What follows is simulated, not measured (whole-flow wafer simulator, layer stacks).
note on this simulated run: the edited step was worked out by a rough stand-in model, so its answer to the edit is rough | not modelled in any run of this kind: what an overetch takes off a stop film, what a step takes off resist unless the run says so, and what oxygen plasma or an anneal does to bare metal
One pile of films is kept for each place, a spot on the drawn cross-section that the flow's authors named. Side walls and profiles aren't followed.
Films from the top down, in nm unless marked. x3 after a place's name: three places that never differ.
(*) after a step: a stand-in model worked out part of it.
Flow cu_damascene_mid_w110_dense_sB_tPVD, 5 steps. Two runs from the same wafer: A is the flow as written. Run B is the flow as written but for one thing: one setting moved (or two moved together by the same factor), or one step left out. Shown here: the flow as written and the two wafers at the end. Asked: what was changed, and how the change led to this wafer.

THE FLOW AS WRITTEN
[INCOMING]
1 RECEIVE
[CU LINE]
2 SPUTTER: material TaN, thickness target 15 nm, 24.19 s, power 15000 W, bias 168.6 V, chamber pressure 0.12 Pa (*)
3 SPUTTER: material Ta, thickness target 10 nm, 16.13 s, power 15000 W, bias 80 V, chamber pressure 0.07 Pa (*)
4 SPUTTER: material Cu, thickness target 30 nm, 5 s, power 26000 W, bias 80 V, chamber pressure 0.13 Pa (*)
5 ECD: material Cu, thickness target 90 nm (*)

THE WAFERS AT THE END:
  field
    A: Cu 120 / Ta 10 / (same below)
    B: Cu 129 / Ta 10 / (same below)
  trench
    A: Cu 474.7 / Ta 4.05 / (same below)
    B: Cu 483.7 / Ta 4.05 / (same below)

The cause: step 5, ECD: thickness target 99 nm was run, where the flow has thickness target 90 nm.

How the change led to this, step by step:
  5 ECD: material Cu, thickness target 90 nm (*)
      field: A Cu +90 | B Cu +99
